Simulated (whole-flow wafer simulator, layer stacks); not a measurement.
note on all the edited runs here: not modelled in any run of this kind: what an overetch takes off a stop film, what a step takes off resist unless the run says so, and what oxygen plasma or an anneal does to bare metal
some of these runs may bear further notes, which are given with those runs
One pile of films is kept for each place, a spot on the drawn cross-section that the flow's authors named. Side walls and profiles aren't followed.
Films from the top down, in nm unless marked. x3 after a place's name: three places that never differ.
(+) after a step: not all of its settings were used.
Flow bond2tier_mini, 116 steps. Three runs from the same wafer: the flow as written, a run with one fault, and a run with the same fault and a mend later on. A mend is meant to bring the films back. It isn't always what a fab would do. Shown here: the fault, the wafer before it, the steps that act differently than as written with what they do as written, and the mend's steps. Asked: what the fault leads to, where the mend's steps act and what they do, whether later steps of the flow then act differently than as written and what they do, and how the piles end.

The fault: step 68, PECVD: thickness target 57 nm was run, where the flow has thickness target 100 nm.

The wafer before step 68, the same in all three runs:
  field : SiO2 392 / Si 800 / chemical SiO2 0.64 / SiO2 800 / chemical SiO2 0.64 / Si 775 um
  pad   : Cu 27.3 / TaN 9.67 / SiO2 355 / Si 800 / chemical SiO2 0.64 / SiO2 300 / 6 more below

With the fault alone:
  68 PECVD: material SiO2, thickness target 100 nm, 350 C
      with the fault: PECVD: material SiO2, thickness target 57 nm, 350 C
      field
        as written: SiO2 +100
        with the fault: SiO2 +57
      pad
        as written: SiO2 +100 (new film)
        with the fault: SiO2 +57 (new film)
  Later steps of the flow that act differently than as written (2 more steps differ only slightly, by at most 2% or 0.5 nm, whichever is larger, and aren't shown):
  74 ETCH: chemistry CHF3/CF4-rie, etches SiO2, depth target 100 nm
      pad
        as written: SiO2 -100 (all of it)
        with the fault: SiO2 -57 (all of it), Cu -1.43
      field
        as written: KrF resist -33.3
        with the fault: KrF resist -28.5
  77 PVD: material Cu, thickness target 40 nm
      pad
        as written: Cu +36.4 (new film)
        with the fault: Cu +37.9 (new film)
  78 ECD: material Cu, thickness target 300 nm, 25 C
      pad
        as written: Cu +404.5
        with the fault: Cu +361
  At the end the piles differ from the flow's by more than 2% or 0.5 nm, whichever is larger, at field, pad.
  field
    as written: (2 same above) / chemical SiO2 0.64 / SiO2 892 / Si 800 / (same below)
    with the fault: (2 same above) / chemical SiO2 0.64 / SiO2 849 / Si 800 / (same below)
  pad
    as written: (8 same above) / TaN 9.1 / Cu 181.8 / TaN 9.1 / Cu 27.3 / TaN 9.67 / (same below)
    with the fault: (8 same above) / TaN 9.1 / Cu 139.8 / TaN 9.52 / Cu 25.9 / TaN 9.67 / (same below)

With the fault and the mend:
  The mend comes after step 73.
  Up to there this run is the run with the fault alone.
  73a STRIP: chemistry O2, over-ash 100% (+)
      field
        KrF resist -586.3 (all of it)
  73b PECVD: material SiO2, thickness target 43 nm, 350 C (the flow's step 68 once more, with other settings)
      field, pad
        SiO2 +43
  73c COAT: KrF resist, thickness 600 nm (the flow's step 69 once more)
      field, pad
        KrF resist +600 (new film)
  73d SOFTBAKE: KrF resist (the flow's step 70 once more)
      changes no film at any place that is followed
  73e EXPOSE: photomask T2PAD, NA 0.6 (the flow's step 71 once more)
      changes no film at any place that is followed
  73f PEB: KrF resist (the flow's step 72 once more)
      changes no film at any place that is followed
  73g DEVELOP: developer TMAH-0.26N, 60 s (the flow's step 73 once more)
      field
        KrF resist -13.7
      pad
        KrF resist -600 (all of it)
  No later step of the flow acts differently than as written at any place that is followed.
  At the end the piles are the same as the flow's at every place that both follow.
